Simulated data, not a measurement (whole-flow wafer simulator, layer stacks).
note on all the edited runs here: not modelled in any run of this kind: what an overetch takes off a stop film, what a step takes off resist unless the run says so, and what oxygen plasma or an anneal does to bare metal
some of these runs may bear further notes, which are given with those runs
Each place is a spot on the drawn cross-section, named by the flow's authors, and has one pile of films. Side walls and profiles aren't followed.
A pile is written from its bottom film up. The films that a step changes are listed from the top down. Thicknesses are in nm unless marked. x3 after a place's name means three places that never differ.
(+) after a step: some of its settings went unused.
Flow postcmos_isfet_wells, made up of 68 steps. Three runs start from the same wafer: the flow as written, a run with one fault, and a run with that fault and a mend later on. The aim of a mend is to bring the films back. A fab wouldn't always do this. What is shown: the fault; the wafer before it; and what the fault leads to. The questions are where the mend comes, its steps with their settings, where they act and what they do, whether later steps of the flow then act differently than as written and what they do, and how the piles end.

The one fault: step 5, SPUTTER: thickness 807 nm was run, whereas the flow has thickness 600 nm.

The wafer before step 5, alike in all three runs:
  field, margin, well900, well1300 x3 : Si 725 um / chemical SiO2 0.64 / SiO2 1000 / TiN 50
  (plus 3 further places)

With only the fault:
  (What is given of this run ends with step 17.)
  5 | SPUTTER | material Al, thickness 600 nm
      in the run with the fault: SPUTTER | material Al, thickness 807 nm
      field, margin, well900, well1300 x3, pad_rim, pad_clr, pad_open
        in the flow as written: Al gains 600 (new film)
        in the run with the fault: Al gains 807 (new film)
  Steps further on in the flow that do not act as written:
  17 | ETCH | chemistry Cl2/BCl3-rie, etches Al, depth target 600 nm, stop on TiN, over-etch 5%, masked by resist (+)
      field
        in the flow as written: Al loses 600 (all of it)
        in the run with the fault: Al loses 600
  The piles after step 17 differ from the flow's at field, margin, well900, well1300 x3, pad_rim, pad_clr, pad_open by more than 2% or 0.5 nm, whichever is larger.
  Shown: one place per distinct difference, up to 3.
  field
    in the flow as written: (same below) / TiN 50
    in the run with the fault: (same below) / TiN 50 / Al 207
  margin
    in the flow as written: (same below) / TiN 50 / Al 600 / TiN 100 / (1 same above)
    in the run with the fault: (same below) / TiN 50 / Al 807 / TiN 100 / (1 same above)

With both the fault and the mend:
  The mend follows step 5.
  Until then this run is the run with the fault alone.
  5a | ETCH | chemistry al pan, depth target 207 nm
      field, margin, well900, well1300 x3, pad_rim, pad_clr, pad_open
        Al loses 207
  Later steps of the flow that are run all act as written at every place that is followed.
  By the end, the piles equal the flow's at every place that both follow.
